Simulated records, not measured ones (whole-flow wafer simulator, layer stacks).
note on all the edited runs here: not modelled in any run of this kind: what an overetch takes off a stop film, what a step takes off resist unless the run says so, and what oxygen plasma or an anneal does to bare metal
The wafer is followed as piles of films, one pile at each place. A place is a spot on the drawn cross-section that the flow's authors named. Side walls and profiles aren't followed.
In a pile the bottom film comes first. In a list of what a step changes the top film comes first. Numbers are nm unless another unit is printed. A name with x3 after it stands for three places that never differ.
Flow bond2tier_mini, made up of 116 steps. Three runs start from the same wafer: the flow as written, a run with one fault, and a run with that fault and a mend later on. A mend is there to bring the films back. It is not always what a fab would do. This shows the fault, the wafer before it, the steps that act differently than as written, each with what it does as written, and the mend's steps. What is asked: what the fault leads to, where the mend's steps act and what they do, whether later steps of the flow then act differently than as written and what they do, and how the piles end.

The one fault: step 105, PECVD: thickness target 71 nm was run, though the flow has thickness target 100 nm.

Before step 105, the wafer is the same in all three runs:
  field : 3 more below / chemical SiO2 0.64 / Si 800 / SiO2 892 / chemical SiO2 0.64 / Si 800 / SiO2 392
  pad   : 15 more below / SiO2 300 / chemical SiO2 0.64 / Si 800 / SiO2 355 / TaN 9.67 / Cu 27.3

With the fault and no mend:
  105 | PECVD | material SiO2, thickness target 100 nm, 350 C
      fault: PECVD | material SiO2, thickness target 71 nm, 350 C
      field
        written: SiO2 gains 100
        fault: SiO2 gains 71
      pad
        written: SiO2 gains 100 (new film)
        fault: SiO2 gains 71 (new film)
  Steps later in the flow that act otherwise than as written (1 other step is not shown; it differs only slightly, by no more than 2% or 0.5 nm, whichever is larger):
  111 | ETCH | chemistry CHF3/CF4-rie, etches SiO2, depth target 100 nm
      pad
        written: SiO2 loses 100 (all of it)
        fault: SiO2 loses 71 (all of it), Cu loses 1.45
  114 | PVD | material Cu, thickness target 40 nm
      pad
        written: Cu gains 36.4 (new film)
        fault: Cu gains 37.4 (new film)
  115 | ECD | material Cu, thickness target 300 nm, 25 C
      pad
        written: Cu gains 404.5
        fault: Cu gains 375.7
  By the end, the piles at field, pad depart from the flow's by more than 2% or 0.5 nm, whichever is larger.
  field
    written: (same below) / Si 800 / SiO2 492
    fault: (same below) / Si 800 / SiO2 463
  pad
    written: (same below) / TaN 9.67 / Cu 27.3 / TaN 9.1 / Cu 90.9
    fault: (same below) / TaN 9.67 / Cu 25.9 / TaN 9.39 / Cu 63.1

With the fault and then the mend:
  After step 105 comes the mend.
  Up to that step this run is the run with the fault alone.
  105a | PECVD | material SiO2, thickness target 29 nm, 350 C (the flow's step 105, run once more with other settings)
      field, pad
        SiO2 gains 29
  None of the later steps of the flow acts differently than as written at any place that is followed.
  The piles end the same as the flow's at every place that both follow.
